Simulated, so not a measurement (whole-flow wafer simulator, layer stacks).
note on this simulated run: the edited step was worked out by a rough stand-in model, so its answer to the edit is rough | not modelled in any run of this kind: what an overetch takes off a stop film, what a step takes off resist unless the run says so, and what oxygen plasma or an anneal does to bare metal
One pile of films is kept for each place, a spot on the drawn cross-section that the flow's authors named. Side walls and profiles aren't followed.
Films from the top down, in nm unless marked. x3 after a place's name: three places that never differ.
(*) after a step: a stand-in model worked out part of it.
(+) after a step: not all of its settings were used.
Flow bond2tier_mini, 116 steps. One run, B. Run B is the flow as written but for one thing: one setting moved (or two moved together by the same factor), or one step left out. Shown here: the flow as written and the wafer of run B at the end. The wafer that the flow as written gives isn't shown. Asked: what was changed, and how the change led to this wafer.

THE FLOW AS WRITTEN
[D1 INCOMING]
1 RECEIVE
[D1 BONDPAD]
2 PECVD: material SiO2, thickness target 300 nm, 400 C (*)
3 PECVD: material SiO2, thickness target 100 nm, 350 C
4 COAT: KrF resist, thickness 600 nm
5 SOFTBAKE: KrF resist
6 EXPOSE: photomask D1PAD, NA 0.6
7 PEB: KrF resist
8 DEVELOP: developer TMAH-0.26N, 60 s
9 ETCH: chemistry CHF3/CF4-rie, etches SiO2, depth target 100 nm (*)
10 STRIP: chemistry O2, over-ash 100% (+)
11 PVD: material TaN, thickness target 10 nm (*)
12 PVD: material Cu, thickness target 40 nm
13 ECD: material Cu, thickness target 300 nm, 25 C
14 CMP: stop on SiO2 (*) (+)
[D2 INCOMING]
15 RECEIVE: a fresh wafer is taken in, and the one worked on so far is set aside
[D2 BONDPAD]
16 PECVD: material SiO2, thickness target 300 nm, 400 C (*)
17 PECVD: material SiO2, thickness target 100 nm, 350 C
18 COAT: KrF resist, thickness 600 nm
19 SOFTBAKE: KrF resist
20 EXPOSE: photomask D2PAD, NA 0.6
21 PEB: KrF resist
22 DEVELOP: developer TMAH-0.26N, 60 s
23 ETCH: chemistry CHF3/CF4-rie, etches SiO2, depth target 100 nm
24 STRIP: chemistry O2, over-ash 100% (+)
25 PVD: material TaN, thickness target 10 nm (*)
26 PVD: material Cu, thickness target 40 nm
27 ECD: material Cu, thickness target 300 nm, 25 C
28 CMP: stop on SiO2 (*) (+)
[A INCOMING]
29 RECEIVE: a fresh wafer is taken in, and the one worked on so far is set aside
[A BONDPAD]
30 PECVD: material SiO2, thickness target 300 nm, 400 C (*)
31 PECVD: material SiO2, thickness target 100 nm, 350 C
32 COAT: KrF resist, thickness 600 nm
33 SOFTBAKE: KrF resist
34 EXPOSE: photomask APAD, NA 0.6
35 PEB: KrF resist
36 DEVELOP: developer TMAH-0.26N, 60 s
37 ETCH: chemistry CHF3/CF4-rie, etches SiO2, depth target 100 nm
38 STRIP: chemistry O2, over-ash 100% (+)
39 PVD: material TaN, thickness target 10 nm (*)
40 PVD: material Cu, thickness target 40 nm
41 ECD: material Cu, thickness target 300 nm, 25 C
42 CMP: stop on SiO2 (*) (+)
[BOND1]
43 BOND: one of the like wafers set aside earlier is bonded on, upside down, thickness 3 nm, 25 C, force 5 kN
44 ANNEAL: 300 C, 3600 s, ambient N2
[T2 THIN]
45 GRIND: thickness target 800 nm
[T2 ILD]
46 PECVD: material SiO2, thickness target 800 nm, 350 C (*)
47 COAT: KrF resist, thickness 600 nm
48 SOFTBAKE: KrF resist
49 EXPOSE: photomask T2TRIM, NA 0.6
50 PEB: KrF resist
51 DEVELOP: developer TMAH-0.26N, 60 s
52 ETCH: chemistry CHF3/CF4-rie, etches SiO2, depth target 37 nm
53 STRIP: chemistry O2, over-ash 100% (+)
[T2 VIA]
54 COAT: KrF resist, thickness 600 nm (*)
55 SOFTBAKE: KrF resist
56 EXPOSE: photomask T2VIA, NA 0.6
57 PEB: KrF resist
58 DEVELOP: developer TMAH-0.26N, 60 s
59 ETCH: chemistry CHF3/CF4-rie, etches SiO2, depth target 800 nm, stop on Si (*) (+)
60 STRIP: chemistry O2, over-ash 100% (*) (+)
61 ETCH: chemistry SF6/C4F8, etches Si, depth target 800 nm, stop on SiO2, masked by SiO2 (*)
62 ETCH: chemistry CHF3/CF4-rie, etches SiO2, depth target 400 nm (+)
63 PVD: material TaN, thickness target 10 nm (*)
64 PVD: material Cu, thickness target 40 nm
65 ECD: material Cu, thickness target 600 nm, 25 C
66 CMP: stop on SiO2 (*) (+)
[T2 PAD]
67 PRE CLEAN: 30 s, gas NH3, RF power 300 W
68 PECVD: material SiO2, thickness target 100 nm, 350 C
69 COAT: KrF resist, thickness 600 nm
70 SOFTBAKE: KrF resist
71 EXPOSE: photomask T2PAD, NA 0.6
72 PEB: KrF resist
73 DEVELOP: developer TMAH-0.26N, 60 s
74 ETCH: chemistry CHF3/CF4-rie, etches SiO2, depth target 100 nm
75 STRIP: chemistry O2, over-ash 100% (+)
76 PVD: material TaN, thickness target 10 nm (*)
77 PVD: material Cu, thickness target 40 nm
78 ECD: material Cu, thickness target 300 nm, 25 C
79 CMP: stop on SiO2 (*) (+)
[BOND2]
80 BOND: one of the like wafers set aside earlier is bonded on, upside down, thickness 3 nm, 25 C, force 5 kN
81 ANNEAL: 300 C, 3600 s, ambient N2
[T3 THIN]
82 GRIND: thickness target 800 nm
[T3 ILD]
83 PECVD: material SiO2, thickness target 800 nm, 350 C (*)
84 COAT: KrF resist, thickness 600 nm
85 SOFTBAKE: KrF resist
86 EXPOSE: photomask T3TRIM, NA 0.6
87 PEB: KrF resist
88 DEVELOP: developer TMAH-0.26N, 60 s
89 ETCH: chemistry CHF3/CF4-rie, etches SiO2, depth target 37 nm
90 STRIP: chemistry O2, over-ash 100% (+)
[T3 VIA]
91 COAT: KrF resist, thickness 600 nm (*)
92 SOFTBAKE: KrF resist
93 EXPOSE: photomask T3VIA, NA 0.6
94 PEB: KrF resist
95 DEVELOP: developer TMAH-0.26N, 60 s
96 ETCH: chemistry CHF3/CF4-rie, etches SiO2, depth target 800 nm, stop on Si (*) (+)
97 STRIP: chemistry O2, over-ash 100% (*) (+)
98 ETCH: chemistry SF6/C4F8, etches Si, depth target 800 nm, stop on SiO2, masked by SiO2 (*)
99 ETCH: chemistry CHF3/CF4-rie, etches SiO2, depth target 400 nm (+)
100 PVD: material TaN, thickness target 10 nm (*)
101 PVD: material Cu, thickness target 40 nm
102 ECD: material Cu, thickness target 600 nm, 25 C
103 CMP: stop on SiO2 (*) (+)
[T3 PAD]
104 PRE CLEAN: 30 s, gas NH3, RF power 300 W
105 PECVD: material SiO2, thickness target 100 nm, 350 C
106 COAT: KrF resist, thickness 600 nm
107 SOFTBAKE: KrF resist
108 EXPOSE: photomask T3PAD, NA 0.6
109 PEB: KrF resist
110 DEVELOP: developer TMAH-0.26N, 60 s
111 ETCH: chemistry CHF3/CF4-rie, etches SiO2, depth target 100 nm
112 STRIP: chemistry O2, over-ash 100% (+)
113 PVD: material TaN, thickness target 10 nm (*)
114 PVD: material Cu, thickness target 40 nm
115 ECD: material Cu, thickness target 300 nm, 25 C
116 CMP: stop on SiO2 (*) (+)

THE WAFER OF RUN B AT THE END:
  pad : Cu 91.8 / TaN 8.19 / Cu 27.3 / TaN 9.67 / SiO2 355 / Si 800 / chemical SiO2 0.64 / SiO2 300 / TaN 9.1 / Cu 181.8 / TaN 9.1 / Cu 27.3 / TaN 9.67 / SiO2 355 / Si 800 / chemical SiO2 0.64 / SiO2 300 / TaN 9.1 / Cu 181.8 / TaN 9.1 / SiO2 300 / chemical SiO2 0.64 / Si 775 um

The cause: step 113, PVD: thickness target 9 nm was run, where the flow has thickness target 10 nm.

How the change led to this, step by step:
  113 PVD: material TaN, thickness target 10 nm (*)
      field: TaN +9 (new film) (as written it would be: TaN +10 (new film))
      pad: TaN +8.19 (new film) (as written it would be: TaN +9.1 (new film))
  116 CMP: stop on SiO2 (*) (+)
      field: Cu -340 (all of it), TaN -9 (all of it) (as written it would be: Cu -340 (all of it), TaN -10 (all of it))
